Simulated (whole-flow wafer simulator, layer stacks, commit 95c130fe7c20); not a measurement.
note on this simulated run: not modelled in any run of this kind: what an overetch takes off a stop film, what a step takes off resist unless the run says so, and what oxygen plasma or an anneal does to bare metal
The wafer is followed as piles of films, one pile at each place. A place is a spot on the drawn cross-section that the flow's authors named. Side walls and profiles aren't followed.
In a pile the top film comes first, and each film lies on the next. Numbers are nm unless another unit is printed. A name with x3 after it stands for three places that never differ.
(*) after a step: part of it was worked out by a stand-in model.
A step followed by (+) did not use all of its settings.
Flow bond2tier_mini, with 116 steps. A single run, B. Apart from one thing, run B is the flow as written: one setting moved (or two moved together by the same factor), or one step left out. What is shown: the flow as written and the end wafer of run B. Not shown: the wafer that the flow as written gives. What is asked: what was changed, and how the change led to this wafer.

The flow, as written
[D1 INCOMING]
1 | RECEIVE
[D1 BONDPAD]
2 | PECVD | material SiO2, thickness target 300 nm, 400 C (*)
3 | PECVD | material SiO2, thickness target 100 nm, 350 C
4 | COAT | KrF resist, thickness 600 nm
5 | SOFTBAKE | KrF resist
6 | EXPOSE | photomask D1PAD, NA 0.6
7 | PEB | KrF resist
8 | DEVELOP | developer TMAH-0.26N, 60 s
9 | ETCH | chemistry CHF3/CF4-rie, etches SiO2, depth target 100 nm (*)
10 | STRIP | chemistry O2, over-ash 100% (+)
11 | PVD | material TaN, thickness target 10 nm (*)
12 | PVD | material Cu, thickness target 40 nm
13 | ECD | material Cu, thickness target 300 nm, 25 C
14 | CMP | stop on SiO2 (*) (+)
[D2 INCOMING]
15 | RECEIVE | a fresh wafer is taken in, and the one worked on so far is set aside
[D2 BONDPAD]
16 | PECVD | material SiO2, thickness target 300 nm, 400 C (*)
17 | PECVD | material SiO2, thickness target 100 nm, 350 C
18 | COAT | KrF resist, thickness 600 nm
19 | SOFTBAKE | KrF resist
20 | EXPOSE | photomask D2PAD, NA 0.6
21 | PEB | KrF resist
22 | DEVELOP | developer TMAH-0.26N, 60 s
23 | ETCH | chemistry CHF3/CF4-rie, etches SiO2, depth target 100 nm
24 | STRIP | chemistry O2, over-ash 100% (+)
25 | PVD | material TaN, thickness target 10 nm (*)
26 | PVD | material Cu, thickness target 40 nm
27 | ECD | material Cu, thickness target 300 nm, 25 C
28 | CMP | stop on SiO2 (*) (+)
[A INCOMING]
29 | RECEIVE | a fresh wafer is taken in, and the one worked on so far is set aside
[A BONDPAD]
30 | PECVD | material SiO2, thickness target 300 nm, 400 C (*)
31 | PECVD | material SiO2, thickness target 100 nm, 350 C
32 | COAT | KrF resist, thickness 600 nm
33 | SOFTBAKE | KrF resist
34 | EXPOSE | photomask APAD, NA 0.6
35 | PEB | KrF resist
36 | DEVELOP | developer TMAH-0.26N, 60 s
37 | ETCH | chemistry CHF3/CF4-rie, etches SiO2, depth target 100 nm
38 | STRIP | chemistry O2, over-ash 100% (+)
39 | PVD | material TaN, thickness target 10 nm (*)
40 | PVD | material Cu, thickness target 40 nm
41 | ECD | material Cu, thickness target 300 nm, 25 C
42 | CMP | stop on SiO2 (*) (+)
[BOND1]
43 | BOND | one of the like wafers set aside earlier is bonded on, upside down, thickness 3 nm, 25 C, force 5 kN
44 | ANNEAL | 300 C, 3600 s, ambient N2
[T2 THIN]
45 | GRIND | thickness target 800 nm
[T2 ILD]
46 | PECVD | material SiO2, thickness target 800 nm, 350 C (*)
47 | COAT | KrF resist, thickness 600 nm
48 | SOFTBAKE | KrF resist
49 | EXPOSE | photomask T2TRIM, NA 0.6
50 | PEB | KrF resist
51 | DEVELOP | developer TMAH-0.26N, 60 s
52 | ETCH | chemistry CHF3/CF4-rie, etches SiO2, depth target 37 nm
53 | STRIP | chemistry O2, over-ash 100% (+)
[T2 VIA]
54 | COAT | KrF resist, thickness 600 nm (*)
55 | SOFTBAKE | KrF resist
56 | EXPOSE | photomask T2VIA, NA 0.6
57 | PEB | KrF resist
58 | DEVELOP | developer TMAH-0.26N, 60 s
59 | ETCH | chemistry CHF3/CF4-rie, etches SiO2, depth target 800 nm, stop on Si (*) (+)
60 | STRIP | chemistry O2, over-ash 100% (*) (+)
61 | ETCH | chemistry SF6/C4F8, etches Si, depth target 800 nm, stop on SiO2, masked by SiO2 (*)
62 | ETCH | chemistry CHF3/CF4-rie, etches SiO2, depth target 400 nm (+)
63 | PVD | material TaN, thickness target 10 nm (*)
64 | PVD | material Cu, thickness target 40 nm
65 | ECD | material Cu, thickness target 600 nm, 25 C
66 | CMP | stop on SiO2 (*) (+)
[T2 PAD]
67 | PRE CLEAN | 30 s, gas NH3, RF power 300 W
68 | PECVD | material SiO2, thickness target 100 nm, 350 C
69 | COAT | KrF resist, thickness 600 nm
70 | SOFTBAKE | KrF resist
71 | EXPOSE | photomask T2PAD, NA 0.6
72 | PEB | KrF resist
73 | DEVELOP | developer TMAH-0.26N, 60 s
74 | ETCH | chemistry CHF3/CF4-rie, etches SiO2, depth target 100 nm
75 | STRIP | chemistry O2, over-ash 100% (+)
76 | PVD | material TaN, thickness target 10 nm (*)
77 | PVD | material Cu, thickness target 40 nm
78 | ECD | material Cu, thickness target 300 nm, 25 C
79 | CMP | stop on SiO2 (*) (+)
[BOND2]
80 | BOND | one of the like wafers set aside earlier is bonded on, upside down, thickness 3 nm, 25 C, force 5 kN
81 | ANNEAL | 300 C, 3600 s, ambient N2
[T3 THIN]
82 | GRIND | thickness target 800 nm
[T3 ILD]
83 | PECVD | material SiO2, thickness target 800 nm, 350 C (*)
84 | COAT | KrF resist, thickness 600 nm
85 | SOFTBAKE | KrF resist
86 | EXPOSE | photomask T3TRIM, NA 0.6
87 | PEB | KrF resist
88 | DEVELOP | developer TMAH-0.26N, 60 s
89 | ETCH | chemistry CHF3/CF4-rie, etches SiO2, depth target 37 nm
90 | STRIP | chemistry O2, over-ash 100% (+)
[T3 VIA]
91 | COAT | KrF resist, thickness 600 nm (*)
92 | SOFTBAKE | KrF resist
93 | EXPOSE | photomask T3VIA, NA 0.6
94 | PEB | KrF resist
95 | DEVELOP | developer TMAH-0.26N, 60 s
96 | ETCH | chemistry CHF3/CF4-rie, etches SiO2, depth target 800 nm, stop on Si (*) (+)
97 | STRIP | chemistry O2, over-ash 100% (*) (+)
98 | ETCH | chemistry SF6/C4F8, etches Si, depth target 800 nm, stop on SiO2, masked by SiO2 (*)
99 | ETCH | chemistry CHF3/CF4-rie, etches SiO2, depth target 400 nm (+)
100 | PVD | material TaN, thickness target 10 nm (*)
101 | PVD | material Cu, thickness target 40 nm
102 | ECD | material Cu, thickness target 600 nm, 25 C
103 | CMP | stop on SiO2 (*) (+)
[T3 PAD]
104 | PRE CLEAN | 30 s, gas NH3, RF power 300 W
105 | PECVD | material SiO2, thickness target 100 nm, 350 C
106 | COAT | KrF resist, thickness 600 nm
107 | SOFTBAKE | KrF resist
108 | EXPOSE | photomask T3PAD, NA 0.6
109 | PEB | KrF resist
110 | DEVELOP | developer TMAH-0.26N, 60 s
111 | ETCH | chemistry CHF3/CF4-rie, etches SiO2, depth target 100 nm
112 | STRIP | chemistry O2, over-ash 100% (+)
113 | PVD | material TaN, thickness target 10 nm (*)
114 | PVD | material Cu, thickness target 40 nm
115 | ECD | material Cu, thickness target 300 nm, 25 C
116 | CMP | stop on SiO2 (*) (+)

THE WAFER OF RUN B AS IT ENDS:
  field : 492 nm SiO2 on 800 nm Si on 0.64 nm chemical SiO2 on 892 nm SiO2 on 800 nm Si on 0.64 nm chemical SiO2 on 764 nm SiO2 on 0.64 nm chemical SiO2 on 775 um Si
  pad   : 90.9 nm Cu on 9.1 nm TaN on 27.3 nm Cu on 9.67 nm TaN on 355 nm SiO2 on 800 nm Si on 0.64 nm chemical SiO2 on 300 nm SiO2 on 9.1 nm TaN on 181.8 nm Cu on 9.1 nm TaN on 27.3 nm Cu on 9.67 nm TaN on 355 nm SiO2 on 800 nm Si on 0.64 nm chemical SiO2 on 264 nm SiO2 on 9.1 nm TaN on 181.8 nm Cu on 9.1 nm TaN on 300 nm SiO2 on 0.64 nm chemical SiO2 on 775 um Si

Cause: step 3, PECVD: thickness target 64 nm was run, though the flow has thickness target 100 nm.

Step by step, how the change led to this:
  3 | PECVD | material SiO2, thickness target 100 nm, 350 C
      field, pad, via: +64 SiO2 (it would be, as written: +100 SiO2)
  43 | BOND | one of the like wafers set aside earlier is bonded on, upside down, thickness 3 nm, 25 C, force 5 kN
      field: +775 um Si (new film), +0.64 chemical SiO2 (new film), +364 SiO2 (it would be, as written: +775 um Si (new film), +0.64 chemical SiO2 (new film), +400 SiO2)
      pad: +775 um Si (new film), +0.64 chemical SiO2 (new film), +264 SiO2 (new film), +9.1 TaN (new film), +90.9 Cu (it would be, as written: +775 um Si (new film), +0.64 chemical SiO2 (new film), +300 SiO2 (new film), +9.1 TaN (new film), +90.9 Cu)
      (as well as at 1 more place)
